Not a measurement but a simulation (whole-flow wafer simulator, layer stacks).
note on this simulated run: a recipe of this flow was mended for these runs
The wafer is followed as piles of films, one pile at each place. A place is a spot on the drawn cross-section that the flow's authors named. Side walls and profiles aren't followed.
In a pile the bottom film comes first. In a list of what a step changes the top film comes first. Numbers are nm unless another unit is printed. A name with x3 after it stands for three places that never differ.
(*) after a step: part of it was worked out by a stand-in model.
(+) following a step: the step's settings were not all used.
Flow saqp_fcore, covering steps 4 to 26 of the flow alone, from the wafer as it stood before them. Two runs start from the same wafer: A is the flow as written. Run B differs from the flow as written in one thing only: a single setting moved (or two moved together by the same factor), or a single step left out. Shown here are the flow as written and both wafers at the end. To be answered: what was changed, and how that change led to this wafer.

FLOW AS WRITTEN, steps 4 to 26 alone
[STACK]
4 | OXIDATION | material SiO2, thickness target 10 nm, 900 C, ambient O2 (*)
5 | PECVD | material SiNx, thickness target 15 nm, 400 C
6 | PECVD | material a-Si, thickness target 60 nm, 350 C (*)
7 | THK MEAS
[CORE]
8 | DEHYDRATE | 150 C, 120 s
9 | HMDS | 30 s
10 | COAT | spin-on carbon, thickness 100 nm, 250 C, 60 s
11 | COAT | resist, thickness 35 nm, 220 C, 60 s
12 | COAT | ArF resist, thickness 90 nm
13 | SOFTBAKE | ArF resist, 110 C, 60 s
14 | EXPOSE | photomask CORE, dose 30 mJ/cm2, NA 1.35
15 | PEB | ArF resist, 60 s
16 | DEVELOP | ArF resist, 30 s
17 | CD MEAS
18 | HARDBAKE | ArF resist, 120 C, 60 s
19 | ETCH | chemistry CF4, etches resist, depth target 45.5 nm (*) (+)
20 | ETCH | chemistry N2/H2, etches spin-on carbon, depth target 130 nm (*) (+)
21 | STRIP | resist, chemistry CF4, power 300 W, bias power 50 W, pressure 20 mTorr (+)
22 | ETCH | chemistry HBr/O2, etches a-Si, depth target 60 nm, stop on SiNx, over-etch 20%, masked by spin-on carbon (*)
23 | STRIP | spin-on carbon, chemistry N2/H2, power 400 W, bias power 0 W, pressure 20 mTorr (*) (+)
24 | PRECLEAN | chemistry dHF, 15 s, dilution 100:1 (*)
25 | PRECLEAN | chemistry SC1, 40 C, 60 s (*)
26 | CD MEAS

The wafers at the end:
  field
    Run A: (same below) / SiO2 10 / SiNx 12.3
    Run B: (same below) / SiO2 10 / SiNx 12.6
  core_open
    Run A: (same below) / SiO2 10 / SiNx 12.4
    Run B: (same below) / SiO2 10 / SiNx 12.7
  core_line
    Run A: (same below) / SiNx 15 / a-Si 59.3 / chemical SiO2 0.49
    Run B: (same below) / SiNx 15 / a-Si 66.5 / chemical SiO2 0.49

Cause: step 6, PECVD: thickness target 67.2 nm was run, whereas the flow has thickness target 60 nm.

Step by step, how the change led to this:
  6 | PECVD | material a-Si, thickness target 60 nm, 350 C (*)
      field, core_open, core_line: A +60 a-Si (new film) | B +67.2 a-Si (new film)
  22 | ETCH | chemistry HBr/O2, etches a-Si, depth target 60 nm, stop on SiNx, over-etch 20%, masked by spin-on carbon (*)
      field: A -36.8 a-Si (all of it), -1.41 SiNx | B -44 a-Si (all of it), -1.12 SiNx
      core_open: A -39.4 a-Si (all of it), -1.3 SiNx | B -46.6 a-Si (all of it), -1.02 SiNx
      (also at 1 further place)
  23 | STRIP | spin-on carbon, chemistry N2/H2, power 400 W, bias power 0 W, pressure 20 mTorr (*) (+)
      core_line: A -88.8 spin-on carbon (all of it) | B -87 spin-on carbon (all of it)
